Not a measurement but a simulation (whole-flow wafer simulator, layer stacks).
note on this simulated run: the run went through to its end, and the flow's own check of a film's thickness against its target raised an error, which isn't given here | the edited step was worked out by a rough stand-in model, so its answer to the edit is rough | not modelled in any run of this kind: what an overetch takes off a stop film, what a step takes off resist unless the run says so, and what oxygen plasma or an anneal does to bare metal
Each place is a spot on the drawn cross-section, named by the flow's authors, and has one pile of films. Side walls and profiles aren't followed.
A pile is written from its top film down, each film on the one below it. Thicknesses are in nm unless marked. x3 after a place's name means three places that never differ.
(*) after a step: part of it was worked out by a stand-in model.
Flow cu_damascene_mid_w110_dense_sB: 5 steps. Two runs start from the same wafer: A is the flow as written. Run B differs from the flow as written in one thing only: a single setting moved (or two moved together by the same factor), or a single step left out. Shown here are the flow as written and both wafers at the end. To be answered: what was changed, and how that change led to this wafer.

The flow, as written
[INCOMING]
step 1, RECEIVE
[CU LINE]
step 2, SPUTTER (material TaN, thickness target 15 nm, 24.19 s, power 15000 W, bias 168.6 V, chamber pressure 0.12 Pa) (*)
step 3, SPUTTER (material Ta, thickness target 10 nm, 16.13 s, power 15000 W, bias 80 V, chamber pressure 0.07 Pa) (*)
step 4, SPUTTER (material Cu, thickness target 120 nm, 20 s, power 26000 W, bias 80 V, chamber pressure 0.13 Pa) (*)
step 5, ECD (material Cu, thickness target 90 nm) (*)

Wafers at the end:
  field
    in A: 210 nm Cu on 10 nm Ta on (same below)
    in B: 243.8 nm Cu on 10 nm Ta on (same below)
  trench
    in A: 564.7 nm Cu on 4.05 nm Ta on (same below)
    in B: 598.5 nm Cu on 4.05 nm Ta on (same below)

Cause: step 5, ECD: thickness target 123.8 nm was run, while the flow as written has thickness target 90 nm.

The path from the change to this, step by step:
  step 5, ECD (material Cu, thickness target 90 nm) (*)
      field: A Cu gains 90 | B Cu gains 123.8
      trench: A Cu gains 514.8 | B Cu gains 548.6
